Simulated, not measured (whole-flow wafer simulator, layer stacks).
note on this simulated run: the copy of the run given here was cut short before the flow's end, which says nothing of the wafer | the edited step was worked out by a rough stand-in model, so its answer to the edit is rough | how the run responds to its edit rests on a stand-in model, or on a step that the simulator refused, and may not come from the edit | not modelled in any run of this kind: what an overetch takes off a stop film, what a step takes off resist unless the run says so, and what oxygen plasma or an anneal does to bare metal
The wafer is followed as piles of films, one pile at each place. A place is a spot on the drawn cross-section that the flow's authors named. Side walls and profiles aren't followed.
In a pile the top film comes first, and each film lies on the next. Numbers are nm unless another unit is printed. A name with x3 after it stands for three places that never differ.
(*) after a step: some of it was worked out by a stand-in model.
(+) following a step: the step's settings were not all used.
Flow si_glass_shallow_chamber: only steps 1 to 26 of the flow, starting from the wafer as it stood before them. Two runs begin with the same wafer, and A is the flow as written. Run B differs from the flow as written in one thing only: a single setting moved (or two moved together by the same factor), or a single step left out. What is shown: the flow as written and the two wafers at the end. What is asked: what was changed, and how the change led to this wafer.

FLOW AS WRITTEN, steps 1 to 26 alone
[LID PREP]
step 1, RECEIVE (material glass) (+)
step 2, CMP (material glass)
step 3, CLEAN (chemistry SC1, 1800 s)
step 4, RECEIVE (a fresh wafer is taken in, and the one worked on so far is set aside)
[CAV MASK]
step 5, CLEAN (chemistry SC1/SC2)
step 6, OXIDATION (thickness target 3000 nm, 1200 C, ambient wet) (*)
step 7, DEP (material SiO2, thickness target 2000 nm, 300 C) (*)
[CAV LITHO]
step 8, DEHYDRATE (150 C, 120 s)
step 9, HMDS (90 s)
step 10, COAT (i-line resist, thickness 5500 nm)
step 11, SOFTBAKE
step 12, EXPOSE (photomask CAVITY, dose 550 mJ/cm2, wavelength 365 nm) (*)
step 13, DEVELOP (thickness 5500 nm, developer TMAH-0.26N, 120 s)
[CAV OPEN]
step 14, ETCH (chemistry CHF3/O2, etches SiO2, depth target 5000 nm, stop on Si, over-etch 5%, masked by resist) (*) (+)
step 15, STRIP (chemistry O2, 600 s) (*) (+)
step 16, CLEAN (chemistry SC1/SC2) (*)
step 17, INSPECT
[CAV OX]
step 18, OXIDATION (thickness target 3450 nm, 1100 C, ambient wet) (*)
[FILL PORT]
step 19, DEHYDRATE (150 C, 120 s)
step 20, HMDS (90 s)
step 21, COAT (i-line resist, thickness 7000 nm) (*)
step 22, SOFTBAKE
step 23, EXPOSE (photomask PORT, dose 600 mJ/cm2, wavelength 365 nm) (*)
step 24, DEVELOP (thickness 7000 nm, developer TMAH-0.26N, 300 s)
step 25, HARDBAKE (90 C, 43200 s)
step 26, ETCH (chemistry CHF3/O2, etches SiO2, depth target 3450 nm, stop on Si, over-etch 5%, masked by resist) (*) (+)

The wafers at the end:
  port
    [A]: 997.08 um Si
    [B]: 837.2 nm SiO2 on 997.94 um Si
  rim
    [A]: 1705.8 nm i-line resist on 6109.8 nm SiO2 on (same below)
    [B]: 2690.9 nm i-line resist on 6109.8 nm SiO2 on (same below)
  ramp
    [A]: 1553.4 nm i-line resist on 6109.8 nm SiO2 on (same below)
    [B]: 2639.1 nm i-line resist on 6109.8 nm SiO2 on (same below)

Cause: step 14, ETCH: depth target 2125 nm was run, though the flow has depth target 5000 nm.

How this came from the change, step by step:
  step 14, ETCH (chemistry CHF3/O2, etches SiO2, depth target 5000 nm, stop on Si, over-etch 5%, masked by resist) (*) (+)
      cav, port: A -5000 SiO2 (all of it), -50 Si | B -2231.2 SiO2
      rim, ramp, septum, ring: A -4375 i-line resist | B -1859.4 i-line resist
  step 15, STRIP (chemistry O2, 600 s) (*) (+)
      cav, port: A +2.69 chemical SiO2 (new film), -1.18 Si | B nothing
      rim, ramp, septum, ring: A -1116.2 i-line resist (all of it) | B -3631.8 i-line resist (all of it)
  step 18, OXIDATION (thickness target 3450 nm, 1100 C, ambient wet) (*)
      cav, port: A +3450 SiO2 (new film), -2.69 chemical SiO2 (all of it), -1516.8 Si | B +1691 SiO2, -744 Si
  step 21, COAT (i-line resist, thickness 7000 nm) (*)
      rim: A +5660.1 i-line resist (new film) | B +6302.1 i-line resist (new film)
      ramp: A +5087.8 i-line resist (new film) | B +5989.8 i-line resist (new film)
      (as well as at 2 more places)
  step 22, SOFTBAKE
      rim: A -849 i-line resist | B -465.9 i-line resist
      ramp: A -434.5 i-line resist | B -207.7 i-line resist
      (as well as at 4 more places)
  step 24, DEVELOP (thickness 7000 nm, developer TMAH-0.26N, 300 s)
      port: A -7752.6 i-line resist (all of it) | B -7420.8 i-line resist (all of it)
  step 25, HARDBAKE (90 C, 43200 s)
      rim: A -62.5 i-line resist | B -102.4 i-line resist
      ramp: A -57.1 i-line resist | B -100.1 i-line resist
      (as well as at 1 more place)
  step 26, ETCH (chemistry CHF3/O2, etches SiO2, depth target 3450 nm, stop on Si, over-etch 5%, masked by resist) (*) (+)
      port: A -3450 SiO2 (all of it), -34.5 Si | B -3622.5 SiO2
